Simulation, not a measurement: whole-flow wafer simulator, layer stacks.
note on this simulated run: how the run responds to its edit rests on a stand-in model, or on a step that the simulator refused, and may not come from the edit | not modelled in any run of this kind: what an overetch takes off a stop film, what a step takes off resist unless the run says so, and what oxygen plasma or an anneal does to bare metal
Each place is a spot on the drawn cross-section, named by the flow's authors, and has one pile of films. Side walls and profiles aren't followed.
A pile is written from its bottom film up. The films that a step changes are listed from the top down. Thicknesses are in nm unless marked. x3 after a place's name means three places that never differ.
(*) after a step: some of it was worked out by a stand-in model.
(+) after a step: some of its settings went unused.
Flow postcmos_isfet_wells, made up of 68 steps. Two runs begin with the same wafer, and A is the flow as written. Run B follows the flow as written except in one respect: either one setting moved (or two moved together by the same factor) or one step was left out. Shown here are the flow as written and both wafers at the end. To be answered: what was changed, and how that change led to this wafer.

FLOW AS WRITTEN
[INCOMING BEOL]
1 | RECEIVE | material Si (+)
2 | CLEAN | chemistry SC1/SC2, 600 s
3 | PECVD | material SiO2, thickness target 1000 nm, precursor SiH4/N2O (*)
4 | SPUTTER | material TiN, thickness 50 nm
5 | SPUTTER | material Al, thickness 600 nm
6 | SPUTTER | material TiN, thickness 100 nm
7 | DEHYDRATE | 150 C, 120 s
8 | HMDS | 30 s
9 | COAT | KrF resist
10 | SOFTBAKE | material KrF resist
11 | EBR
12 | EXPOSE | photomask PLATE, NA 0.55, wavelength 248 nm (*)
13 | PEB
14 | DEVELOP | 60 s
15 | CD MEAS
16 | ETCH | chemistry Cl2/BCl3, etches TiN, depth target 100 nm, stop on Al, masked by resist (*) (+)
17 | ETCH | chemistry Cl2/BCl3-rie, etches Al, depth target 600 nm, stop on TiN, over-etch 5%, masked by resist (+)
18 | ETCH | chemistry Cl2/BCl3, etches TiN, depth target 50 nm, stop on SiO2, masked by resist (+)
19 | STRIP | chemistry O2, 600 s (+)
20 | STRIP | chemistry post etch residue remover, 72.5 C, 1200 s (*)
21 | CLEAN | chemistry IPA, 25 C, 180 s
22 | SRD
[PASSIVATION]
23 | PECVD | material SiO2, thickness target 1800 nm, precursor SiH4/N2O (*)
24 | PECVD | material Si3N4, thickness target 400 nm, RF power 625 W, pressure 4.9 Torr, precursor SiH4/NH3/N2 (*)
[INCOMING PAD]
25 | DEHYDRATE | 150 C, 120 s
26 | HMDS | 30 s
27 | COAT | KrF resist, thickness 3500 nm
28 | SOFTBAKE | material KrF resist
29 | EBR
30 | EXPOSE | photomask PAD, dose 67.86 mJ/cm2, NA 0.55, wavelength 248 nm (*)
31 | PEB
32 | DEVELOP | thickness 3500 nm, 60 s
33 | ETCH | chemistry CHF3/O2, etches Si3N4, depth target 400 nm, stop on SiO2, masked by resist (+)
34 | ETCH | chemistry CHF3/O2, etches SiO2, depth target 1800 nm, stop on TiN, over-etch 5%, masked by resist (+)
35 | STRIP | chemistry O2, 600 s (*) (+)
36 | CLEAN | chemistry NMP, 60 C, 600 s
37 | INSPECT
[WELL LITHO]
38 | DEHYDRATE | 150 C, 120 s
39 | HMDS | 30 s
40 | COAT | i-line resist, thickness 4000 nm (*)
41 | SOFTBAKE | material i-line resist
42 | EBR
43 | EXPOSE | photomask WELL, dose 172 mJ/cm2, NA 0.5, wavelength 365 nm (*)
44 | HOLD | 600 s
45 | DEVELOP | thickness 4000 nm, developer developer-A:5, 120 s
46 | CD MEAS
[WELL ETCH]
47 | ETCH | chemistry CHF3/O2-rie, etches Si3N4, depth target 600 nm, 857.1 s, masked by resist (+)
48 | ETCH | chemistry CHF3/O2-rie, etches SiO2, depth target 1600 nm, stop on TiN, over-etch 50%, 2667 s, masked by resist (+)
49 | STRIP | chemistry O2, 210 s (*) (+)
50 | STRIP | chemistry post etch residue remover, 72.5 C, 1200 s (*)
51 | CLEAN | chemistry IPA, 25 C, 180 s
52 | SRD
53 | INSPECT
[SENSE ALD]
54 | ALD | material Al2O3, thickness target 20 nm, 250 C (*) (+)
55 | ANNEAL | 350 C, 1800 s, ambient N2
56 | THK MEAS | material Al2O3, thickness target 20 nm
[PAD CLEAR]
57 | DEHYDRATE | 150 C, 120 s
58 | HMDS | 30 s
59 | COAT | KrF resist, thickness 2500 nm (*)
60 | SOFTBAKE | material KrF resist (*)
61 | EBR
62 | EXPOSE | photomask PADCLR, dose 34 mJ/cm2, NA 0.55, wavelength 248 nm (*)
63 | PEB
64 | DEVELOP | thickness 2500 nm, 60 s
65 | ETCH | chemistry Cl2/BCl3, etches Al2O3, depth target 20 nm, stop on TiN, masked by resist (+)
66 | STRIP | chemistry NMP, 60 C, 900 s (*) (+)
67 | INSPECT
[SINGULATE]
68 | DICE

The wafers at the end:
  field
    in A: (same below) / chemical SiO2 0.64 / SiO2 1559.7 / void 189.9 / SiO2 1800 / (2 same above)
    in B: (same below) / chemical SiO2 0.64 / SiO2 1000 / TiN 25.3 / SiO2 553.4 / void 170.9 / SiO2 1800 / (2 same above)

The reason: step 17, ETCH: depth target 538.8 nm was run, while the flow as written has depth target 600 nm.

How this came from the change, step by step:
  17 | ETCH | chemistry Cl2/BCl3-rie, etches Al, depth target 600 nm, stop on TiN, over-etch 5%, masked by resist (+)
      field: A -600 Al (all of it) | B -538.8 Al
      margin, well900, well1300, well2000, well3000, pad_rim, pad_clr, pad_open: A -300 KrF resist | B -269.4 KrF resist
  18 | ETCH | chemistry Cl2/BCl3, etches TiN, depth target 50 nm, stop on SiO2, masked by resist (+)
      field: A -50 TiN (all of it) | B -61.2 Al (all of it), -24.3 TiN
  19 | STRIP | chemistry O2, 600 s (+)
      margin, well900, well1300, well2000, well3000, pad_rim, pad_clr, pad_open: A -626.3 KrF resist (all of it) | B -656.9 KrF resist (all of it)
  23 | PECVD | material SiO2, thickness target 1800 nm, precursor SiH4/N2O (*)
      field: A +1800 SiO2 (new film), +189.9 void (new film), +559.7 SiO2 | B +1800 SiO2 (new film), +170.9 void (new film), +553.4 SiO2 (new film)
If metal films that touch count as one body, field has 1 body; the flow as written gives 0 bodies.
